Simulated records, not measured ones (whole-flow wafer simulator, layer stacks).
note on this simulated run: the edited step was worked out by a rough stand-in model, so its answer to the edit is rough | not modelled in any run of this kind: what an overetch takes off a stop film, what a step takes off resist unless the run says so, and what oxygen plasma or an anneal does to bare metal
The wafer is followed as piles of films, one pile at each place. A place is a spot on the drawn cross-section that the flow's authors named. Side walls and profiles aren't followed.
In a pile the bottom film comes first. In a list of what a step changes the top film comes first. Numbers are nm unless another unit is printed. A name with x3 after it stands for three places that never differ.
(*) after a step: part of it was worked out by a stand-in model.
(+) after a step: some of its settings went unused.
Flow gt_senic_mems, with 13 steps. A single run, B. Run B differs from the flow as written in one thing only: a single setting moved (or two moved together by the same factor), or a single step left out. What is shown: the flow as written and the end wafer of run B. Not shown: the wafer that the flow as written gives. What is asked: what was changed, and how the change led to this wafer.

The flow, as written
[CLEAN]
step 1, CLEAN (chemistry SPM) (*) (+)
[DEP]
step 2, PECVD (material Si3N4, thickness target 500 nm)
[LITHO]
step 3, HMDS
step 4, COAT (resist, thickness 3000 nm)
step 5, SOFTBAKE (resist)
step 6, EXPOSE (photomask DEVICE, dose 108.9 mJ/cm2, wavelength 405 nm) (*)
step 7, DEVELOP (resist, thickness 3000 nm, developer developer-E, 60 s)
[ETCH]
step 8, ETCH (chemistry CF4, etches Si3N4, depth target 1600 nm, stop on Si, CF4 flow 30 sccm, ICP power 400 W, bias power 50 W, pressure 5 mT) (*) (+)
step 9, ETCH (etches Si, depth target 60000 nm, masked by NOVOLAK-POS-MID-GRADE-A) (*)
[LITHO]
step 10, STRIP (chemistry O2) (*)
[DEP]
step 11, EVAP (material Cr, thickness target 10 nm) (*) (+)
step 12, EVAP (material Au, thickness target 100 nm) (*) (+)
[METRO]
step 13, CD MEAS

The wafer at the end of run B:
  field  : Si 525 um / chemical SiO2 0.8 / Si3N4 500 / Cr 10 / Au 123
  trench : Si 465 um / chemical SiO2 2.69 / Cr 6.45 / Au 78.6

Cause: step 12, EVAP: thickness target 123 nm was run, though the flow has thickness target 100 nm.
One can read it off the wafer: field has Au 123, and step 12 as written asks for 100 nm.

How this came from the change, step by step:
  step 12, EVAP (material Au, thickness target 100 nm) (*) (+)
      field: Au gains 123 (new film) (it would be, as written: Au gains 100 (new film))
      trench: Au gains 78.6 (new film) (it would be, as written: Au gains 64.1 (new film))
